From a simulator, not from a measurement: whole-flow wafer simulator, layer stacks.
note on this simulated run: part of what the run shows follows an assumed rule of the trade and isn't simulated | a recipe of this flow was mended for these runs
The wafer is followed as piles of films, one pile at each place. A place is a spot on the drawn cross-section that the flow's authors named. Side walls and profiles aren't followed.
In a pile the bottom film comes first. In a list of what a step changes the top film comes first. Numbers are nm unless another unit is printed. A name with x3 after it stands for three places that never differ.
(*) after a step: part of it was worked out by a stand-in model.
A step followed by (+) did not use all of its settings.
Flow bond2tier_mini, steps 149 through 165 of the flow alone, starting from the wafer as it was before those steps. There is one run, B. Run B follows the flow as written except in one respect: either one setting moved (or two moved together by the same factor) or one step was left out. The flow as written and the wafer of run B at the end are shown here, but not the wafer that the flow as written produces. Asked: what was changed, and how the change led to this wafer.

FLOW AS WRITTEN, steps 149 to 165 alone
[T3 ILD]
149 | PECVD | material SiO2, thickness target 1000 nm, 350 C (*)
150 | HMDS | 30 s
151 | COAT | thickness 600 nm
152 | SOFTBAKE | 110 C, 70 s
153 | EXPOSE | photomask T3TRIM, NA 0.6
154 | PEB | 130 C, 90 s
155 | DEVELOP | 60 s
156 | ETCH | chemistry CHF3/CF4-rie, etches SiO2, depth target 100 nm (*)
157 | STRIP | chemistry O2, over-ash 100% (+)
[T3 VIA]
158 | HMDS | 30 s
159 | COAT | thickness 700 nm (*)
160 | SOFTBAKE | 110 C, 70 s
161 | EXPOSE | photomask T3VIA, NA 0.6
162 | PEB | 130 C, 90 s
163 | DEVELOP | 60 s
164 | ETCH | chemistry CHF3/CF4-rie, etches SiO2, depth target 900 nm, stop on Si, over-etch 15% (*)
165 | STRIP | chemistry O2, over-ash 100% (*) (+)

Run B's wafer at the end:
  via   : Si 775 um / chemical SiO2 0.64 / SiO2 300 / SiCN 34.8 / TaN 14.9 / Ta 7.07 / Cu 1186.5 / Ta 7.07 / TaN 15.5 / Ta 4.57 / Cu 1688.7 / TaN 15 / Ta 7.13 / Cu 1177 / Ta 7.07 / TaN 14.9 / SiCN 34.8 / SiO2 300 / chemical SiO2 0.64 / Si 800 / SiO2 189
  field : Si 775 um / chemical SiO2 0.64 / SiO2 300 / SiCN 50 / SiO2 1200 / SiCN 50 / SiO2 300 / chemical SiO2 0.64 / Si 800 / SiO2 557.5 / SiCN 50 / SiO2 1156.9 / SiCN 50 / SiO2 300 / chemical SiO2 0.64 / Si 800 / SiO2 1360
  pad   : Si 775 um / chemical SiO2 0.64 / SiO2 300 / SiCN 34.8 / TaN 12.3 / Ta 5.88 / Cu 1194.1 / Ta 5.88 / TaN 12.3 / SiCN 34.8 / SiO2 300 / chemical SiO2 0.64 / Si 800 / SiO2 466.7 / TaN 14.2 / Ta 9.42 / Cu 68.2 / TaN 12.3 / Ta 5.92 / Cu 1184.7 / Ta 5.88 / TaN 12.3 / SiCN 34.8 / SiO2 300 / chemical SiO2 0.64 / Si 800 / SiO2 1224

What caused this: step 149, PECVD: thickness target 1360 nm was run, while the flow as written has thickness target 1000 nm; step 156, ETCH: depth target 136 nm was run, where the flow has depth target 100 nm.
The wafer lets one read it off: field has SiO2 1360, and step 149 as written asks for 1000 nm.

Step by step, how the change led to this:
  149 | PECVD | material SiO2, thickness target 1000 nm, 350 C (*)
      field, pad, via: SiO2 gains 1360 (new film) (in the flow as written it would be: SiO2 gains 1000 (new film))
  156 | ETCH | chemistry CHF3/CF4-rie, etches SiO2, depth target 100 nm (*)
      pad, via: SiO2 loses 136 (in the flow as written it would be: SiO2 loses 100)
      field: thick-KrF-resist loses 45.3 (in the flow as written it would be: thick-KrF-resist loses 33.3)
  157 | STRIP | chemistry O2, over-ash 100% (+)
      field: thick-KrF-resist loses 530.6 (all of it) (in the flow as written it would be: thick-KrF-resist loses 542.6 (all of it))
  159 | COAT | thickness 700 nm (*)
      field: thick-KrF-resist gains 641.4 (new film) (in the flow as written it would be: thick-KrF-resist gains 656.8 (new film))
      pad: thick-KrF-resist gains 760.9 (new film) (in the flow as written it would be: thick-KrF-resist gains 744.9 (new film))
  164 | ETCH | chemistry CHF3/CF4-rie, etches SiO2, depth target 900 nm, stop on Si, over-etch 15% (*)
      via: SiO2 loses 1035 (in the flow as written it would be: SiO2 loses 900 (all of it), Si loses 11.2)
  165 | STRIP | chemistry O2, over-ash 100% (*) (+)
      field: thick-KrF-resist loses 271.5 (all of it) (in the flow as written it would be: thick-KrF-resist loses 286.6 (all of it))
      pad: thick-KrF-resist loses 388.7 (all of it) (in the flow as written it would be: thick-KrF-resist loses 372.9 (all of it))
